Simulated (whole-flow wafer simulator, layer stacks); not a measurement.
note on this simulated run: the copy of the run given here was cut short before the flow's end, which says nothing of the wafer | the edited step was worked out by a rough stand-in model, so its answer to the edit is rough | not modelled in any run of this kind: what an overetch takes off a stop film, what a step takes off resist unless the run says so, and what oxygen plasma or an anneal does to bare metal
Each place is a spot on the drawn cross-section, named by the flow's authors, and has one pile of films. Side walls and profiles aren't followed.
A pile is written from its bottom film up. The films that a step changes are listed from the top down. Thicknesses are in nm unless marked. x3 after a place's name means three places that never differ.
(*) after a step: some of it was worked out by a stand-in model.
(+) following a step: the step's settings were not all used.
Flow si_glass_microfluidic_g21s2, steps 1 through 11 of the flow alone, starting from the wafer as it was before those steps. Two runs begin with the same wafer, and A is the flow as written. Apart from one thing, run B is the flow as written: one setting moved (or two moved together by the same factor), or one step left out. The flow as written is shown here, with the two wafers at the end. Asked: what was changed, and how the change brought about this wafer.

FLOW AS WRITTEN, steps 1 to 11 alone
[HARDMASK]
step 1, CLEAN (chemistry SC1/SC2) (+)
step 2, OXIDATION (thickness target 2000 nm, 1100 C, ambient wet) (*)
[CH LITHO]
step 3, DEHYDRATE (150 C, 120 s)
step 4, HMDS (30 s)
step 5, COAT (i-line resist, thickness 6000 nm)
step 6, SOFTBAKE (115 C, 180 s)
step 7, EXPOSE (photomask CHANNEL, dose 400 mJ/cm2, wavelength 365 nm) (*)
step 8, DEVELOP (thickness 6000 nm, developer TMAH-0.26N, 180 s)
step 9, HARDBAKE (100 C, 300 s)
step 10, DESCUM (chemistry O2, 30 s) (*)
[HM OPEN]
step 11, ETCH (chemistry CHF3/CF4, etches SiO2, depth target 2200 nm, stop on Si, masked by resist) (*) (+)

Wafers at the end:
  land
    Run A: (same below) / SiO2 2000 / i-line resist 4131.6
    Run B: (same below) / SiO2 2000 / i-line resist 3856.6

What caused this: step 11, ETCH: depth target 2530 nm was run, though the flow has depth target 2200 nm.

Step by step, how the change led to this:
  step 11, ETCH (chemistry CHF3/CF4, etches SiO2, depth target 2200 nm, stop on Si, masked by resist) (*) (+)
      land: A -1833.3 i-line resist | B -2108.3 i-line resist
